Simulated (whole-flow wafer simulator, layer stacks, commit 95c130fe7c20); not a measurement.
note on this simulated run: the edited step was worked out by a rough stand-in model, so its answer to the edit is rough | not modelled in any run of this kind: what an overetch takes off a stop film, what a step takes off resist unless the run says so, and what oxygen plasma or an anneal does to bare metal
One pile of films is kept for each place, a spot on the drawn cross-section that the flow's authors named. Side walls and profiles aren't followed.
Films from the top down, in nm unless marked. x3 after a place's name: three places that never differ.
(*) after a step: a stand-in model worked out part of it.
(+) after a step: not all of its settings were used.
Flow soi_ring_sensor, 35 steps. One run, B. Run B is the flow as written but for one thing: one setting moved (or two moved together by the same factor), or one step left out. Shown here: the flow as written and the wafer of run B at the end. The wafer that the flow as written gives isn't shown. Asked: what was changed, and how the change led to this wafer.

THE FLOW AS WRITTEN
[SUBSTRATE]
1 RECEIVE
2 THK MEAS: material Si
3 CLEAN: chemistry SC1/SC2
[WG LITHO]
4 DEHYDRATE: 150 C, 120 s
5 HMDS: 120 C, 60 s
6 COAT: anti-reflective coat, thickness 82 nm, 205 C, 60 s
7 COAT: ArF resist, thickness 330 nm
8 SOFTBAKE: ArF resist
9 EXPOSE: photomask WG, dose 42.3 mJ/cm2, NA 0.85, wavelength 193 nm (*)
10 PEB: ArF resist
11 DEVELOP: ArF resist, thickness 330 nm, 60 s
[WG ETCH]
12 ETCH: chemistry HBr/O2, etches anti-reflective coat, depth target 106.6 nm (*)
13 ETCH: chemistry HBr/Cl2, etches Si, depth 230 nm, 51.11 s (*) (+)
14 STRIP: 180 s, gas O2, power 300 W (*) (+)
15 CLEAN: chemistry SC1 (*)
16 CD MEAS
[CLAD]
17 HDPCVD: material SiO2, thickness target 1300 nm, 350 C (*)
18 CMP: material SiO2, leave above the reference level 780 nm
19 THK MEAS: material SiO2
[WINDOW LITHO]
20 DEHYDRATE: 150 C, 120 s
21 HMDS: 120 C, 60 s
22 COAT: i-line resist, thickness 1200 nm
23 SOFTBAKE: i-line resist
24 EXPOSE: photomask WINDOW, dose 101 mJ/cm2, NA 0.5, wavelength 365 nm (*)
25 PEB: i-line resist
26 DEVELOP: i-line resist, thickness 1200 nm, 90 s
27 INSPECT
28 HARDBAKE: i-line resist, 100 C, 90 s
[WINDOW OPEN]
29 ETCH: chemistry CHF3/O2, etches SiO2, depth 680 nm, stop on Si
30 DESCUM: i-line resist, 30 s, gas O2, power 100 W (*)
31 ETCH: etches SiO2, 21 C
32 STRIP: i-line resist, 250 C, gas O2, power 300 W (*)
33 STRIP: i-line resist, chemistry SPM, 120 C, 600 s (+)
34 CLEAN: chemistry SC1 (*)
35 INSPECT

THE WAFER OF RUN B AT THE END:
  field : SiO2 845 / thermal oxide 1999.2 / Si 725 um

The cause: step 17, HDPCVD: thickness target 845 nm was run, where the flow has thickness target 1300 nm.

How the change led to this, step by step:
  17 HDPCVD: material SiO2, thickness target 1300 nm, 350 C (*)
      core, gap, window, field, core_clad, gap_clad: SiO2 +845 (new film) (as written it would be: SiO2 +1300 (new film))
  18 CMP: material SiO2, leave above the reference level 780 nm
      gap, window, field, gap_clad: nothing (as written it would be: SiO2 -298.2)
      core, core_clad: SiO2 -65 (as written it would be: SiO2 -520)
  22 COAT: i-line resist, thickness 1200 nm
      core, core_clad: i-line resist +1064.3 (new film) (as written it would be: i-line resist +1200 (new film))
  23 SOFTBAKE: i-line resist
      core, core_clad: i-line resist -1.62 (as written it would be: nothing)
      gap, gap_clad: i-line resist -2.03 (as written it would be: nothing)
      (and at 1 more place)
  25 PEB: i-line resist
      core, core_clad: i-line resist -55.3 (as written it would be: i-line resist -62.8)
  26 DEVELOP: i-line resist, thickness 1200 nm, 90 s
      core: i-line resist -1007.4 (all of it) (as written it would be: i-line resist -1137.2 (all of it))
  32 STRIP: i-line resist, 250 C, gas O2, power 300 W (*)
      core_clad: i-line resist -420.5 (all of it) (as written it would be: i-line resist -550.1 (all of it))
